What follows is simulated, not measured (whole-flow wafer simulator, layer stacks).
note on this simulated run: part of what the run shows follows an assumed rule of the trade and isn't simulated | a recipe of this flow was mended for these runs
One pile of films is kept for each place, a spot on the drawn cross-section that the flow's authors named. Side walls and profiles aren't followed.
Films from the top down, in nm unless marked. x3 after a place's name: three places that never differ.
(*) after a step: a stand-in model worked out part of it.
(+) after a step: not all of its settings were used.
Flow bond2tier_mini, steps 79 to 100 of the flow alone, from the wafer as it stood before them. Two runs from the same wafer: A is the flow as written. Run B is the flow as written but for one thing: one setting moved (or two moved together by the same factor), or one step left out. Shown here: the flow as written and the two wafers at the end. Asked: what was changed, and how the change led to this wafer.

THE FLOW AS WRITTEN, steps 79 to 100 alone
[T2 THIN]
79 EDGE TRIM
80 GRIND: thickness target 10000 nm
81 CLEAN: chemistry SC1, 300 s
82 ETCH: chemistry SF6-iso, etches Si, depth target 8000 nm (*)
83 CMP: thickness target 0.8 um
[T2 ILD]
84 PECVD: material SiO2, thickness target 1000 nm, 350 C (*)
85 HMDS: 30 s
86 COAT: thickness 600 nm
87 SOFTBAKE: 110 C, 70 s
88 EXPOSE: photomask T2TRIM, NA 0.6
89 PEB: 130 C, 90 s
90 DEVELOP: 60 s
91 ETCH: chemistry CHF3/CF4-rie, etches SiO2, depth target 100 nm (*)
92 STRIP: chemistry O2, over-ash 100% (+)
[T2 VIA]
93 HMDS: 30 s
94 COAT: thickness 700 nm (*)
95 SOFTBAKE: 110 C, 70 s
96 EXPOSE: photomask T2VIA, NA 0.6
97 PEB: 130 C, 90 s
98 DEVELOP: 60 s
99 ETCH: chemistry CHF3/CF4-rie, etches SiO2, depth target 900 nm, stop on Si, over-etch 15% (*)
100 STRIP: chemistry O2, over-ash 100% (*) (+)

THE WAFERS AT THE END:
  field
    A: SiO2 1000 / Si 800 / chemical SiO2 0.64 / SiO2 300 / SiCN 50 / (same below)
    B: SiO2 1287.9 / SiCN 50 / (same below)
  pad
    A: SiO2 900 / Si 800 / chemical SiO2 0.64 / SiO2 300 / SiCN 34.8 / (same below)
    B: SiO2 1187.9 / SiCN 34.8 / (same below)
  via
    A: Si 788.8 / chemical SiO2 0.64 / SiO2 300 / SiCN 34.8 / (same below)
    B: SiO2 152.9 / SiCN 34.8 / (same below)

The cause: step 80, GRIND: thickness target 6722 nm was run, where the flow has thickness target 10000 nm.

How the change led to this, step by step:
  80 GRIND: thickness target 10000 nm
      field, pad, via: A Si -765 um | B Si -768.28 um
  82 ETCH: chemistry SF6-iso, etches Si, depth target 8000 nm (*)
      field, pad, via: A chemical SiO2 -0.6 (all of it), Si -8000 | B chemical SiO2 -0.6 (all of it), Si -6721.7 (all of it), chemical SiO2 -0.64 (all of it), SiO2 -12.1
  83 CMP: thickness target 0.8 um
      field, pad, via: A Si -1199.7 | B nothing
  84 PECVD: material SiO2, thickness target 1000 nm, 350 C (*)
      field, pad, via: A SiO2 +1000 (new film) | B SiO2 +1000
  99 ETCH: chemistry CHF3/CF4-rie, etches SiO2, depth target 900 nm, stop on Si, over-etch 15% (*)
      via: A SiO2 -900 (all of it), Si -11.2 | B SiO2 -1035
